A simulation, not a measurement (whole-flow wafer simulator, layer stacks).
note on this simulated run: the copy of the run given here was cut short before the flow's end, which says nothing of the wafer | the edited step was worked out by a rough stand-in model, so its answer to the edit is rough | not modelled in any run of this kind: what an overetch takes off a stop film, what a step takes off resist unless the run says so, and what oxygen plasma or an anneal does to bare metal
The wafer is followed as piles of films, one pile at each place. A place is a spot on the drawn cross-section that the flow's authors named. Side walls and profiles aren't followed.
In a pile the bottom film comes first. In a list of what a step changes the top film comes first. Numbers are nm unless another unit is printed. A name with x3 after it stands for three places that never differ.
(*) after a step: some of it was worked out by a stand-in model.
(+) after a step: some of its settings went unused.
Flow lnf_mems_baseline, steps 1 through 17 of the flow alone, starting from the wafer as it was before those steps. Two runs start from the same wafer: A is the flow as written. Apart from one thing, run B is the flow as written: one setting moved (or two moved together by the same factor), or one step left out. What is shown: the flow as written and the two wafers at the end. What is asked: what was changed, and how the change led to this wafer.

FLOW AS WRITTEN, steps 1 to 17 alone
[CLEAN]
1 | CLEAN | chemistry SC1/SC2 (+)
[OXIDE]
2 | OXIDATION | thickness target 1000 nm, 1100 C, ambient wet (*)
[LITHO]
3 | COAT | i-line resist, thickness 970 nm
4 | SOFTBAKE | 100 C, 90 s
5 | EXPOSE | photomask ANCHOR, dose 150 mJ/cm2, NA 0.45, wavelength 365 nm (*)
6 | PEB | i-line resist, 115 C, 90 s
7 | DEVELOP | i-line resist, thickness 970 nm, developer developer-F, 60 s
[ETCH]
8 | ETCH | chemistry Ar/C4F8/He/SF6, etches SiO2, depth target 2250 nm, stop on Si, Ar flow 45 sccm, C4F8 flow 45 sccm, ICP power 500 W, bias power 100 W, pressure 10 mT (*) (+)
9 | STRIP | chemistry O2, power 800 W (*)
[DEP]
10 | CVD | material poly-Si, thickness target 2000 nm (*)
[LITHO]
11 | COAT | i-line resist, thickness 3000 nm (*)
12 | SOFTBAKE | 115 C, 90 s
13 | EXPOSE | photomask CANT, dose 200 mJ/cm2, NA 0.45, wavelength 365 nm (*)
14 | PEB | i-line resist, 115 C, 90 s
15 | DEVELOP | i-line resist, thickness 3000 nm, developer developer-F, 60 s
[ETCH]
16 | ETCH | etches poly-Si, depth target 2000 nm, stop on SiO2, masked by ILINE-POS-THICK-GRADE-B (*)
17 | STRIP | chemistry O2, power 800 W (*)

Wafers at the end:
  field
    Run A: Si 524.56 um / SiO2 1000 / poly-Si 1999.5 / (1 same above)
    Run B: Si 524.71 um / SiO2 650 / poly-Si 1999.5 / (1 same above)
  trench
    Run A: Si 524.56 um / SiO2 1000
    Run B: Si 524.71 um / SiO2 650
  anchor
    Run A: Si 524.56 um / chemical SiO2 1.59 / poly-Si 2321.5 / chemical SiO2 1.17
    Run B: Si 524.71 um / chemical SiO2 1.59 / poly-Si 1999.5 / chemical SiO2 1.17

What caused this: step 2, OXIDATION: thickness target 650 nm was run, though the flow has thickness target 1000 nm.
The wafer itself shows it: field has SiO2 650, and step 2 as written asks for 1000 nm.

The path from the change to this, step by step:
  2 | OXIDATION | thickness target 1000 nm, 1100 C, ambient wet (*)
      field, anchor, beam, trench, char_slit: A +1000 SiO2 (new film), -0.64 chemical SiO2 (all of it), -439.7 Si | B +650 SiO2 (new film), -0.64 chemical SiO2 (all of it), -285.7 Si
  8 | ETCH | chemistry Ar/C4F8/He/SF6, etches SiO2, depth target 2250 nm, stop on Si, Ar flow 45 sccm, C4F8 flow 45 sccm, ICP power 500 W, bias power 100 W, pressure 10 mT (*) (+)
      field, beam, trench, char_slit: A -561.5 i-line resist | B -386.5 i-line resist
      anchor: A -1000 SiO2 (all of it) | B -650 SiO2 (all of it)
  9 | STRIP | chemistry O2, power 800 W (*)
      field, beam, trench, char_slit: A -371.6 i-line resist (all of it) | B -546.6 i-line resist (all of it)
  10 | CVD | material poly-Si, thickness target 2000 nm (*)
      anchor: A +2322 poly-Si (new film) | B +2000 poly-Si (new film)
